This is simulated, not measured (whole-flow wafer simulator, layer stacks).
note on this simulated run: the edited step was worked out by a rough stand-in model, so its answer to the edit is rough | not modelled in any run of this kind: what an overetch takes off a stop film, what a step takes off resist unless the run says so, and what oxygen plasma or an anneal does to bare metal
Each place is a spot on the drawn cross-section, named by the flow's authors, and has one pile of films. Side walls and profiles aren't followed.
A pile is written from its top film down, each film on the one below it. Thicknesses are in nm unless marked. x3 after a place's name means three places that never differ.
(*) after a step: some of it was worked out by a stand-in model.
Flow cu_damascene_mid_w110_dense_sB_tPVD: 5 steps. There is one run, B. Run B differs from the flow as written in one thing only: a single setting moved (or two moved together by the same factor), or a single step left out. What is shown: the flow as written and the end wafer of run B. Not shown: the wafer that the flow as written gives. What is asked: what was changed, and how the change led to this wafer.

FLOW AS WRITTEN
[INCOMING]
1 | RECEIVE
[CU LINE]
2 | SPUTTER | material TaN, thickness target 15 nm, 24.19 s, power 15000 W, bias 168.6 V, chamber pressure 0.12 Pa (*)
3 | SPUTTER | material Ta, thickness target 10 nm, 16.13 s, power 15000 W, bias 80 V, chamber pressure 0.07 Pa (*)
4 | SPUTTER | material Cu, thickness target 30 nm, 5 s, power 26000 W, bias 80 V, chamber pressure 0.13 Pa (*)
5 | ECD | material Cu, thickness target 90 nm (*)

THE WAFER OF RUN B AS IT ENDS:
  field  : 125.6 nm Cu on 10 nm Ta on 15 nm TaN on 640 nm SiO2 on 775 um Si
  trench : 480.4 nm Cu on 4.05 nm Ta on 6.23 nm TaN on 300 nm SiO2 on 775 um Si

What caused this: step 4, SPUTTER: 5.94 s was run, though the flow has 5 s.

How this came from the change, step by step:
  4 | SPUTTER | material Cu, thickness target 30 nm, 5 s, power 26000 W, bias 80 V, chamber pressure 0.13 Pa (*)
      field: Cu gains 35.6 (new film) (in the flow as written it would be: Cu gains 30 (new film))
      trench: Cu gains 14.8 (new film) (in the flow as written it would be: Cu gains 12.5 (new film))
